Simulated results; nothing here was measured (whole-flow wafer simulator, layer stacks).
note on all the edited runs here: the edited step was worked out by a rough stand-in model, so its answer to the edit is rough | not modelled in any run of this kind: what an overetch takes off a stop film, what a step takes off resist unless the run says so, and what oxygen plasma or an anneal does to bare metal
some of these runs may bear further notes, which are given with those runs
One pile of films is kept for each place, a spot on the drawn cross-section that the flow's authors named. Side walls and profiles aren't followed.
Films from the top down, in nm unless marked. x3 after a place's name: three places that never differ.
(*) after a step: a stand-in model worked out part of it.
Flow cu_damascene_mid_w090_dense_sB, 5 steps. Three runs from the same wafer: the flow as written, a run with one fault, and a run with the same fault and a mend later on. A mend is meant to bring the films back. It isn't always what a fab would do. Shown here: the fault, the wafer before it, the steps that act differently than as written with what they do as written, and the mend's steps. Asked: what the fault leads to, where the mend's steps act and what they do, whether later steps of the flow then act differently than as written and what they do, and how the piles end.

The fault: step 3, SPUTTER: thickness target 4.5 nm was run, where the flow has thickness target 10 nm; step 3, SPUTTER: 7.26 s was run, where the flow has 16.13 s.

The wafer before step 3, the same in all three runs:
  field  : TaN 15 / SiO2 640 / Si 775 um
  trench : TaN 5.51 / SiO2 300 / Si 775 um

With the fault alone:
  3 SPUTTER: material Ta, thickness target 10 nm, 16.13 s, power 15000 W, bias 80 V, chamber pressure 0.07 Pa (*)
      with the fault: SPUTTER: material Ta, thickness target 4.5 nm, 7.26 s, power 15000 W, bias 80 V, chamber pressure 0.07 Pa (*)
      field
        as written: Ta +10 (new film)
        with the fault: Ta +4.5 (new film)
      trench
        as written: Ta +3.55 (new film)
        with the fault: Ta +1.6 (new film)
  No later step of the flow acts differently than as written, at any place that is followed, by more than 2% or 0.5 nm, whichever is larger.
  At the end the piles differ from the flow's by more than 2% or 0.5 nm, whichever is larger, at field, trench.
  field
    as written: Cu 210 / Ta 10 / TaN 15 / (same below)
    with the fault: Cu 210 / Ta 4.5 / TaN 15 / (same below)
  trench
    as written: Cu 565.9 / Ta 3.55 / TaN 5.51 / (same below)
    with the fault: Cu 562.4 / Ta 1.6 / TaN 5.51 / (same below)

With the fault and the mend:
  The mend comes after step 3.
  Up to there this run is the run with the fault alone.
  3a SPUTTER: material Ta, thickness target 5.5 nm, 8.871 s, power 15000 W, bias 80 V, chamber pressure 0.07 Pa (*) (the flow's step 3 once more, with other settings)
      field
        Ta +5.5
      trench
        Ta +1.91
  No later step of the flow acts differently than as written at any place that is followed.
  At the end the piles differ from the flow's only slightly at the places that both follow, by at most 2% or 0.5 nm, whichever is larger.
